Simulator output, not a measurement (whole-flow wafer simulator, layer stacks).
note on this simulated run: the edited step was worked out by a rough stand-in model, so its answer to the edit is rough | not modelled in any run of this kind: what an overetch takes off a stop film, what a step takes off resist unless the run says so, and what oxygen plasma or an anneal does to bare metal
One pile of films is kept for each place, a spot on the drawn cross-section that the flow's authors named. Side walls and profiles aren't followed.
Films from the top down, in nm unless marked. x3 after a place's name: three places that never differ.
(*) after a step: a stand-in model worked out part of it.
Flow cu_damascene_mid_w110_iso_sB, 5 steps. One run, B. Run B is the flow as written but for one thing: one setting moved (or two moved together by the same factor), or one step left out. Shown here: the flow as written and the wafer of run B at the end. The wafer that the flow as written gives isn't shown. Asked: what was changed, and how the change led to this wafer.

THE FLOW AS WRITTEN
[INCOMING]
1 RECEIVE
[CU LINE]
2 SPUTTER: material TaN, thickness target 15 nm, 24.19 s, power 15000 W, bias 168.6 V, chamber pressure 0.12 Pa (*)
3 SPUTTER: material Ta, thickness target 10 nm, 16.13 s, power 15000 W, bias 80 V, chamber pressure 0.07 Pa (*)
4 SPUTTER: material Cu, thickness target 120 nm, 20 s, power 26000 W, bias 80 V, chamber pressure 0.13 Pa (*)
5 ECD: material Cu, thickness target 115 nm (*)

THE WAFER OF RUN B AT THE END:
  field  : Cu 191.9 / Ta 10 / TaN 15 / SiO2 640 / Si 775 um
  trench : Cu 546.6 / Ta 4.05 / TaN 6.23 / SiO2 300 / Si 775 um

The cause: step 5, ECD: thickness target 71.9 nm was run, where the flow has thickness target 115 nm.

How the change led to this, step by step:
  5 ECD: material Cu, thickness target 115 nm (*)
      field: Cu +71.9 (as written it would be: Cu +115)
      trench: Cu +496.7 (as written it would be: Cu +539.8)
